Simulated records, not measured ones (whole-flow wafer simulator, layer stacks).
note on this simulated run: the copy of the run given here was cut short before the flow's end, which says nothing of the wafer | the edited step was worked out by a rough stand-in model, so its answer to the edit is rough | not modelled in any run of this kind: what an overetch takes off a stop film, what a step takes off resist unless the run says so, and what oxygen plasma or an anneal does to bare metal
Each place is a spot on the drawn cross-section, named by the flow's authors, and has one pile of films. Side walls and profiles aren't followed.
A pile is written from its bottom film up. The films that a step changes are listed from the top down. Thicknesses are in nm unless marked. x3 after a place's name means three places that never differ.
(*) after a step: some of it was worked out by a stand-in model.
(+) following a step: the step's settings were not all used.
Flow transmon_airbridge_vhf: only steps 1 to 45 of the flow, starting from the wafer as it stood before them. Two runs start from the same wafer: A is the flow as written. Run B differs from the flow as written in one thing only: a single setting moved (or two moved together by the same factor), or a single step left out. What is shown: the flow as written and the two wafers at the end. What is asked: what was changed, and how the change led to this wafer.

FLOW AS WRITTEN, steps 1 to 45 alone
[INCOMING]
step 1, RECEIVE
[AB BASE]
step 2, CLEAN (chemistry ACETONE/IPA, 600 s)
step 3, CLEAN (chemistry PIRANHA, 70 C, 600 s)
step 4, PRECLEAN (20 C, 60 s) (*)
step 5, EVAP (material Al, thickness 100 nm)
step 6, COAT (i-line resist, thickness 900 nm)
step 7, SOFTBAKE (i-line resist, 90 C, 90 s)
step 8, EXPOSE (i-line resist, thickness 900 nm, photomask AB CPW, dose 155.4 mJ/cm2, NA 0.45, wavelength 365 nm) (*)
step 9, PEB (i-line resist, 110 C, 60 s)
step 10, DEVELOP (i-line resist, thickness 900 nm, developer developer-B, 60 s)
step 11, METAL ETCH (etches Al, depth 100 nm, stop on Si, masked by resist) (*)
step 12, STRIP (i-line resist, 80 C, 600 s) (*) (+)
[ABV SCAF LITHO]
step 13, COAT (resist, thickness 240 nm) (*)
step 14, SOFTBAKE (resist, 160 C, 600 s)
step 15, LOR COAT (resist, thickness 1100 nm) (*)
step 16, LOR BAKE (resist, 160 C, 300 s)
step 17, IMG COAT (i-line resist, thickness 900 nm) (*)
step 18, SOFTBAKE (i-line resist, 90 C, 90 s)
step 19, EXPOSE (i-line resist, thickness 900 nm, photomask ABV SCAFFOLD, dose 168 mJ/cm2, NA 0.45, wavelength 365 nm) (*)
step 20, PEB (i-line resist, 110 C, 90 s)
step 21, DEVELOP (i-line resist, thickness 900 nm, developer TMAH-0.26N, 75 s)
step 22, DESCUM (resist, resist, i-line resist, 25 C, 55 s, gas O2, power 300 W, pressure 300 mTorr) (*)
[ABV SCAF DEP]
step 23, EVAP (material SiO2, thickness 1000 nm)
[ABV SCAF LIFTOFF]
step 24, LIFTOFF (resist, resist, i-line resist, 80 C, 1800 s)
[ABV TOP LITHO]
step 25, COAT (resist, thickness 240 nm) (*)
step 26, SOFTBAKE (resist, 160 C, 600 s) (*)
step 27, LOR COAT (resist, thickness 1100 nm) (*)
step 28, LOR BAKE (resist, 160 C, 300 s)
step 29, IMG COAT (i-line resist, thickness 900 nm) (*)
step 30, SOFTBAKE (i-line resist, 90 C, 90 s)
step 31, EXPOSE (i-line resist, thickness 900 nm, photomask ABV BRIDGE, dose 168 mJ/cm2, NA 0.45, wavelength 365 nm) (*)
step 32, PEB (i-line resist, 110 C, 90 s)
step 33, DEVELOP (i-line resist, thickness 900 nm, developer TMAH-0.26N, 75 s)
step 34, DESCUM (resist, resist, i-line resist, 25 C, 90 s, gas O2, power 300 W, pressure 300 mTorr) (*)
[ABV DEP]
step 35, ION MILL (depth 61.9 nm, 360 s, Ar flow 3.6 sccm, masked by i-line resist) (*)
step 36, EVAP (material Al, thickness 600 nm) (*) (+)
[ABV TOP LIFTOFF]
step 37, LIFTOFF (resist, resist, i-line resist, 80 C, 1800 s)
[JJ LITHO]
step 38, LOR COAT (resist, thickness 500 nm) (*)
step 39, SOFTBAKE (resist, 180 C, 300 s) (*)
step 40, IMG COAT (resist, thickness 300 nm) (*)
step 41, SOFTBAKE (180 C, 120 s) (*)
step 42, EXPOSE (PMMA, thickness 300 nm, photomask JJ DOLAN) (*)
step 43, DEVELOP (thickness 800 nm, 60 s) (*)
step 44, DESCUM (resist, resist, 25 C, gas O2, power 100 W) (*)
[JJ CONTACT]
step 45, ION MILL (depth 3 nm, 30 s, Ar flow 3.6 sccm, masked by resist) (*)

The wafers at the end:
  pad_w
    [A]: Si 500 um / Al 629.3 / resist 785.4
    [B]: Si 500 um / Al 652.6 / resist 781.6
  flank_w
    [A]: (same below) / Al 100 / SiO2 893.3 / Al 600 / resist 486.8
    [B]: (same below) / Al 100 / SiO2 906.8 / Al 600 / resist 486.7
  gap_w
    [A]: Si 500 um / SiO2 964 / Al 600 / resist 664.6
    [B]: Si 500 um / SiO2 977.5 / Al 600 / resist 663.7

Cause: step 35, ION MILL: 225 s was run, whereas the flow has 360 s.

Step by step, how the change led to this:
  step 35, ION MILL (depth 61.9 nm, 360 s, Ar flow 3.6 sccm, masked by i-line resist) (*)
      field x3, jj_line, ground_far, trace_open_s x2, margin_s, margin_n: A i-line resist loses 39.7 | B i-line resist loses 24.8
      flank_w, gap_w, cpw_trace, gap_e, flank_e, bridge_strip: A SiO2 loses 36 | B SiO2 loses 22.5
      (as well as at 2 more places)
  step 37, LIFTOFF (resist, resist, i-line resist, 80 C, 1800 s)
      field x3, jj_line, trace_open_s x2: A Al loses 600 (all of it), i-line resist loses 600 (all of it), resist loses 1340 (all of it) | B Al loses 600 (all of it), i-line resist loses 614.9 (all of it), resist loses 1340 (all of it)
      margin_s, margin_n: A Al loses 600 (all of it), i-line resist loses 318.3 (all of it), resist loses 992 (all of it) | B Al loses 600 (all of it), i-line resist loses 333.2 (all of it), resist loses 992 (all of it)
      (as well as at 1 more place)
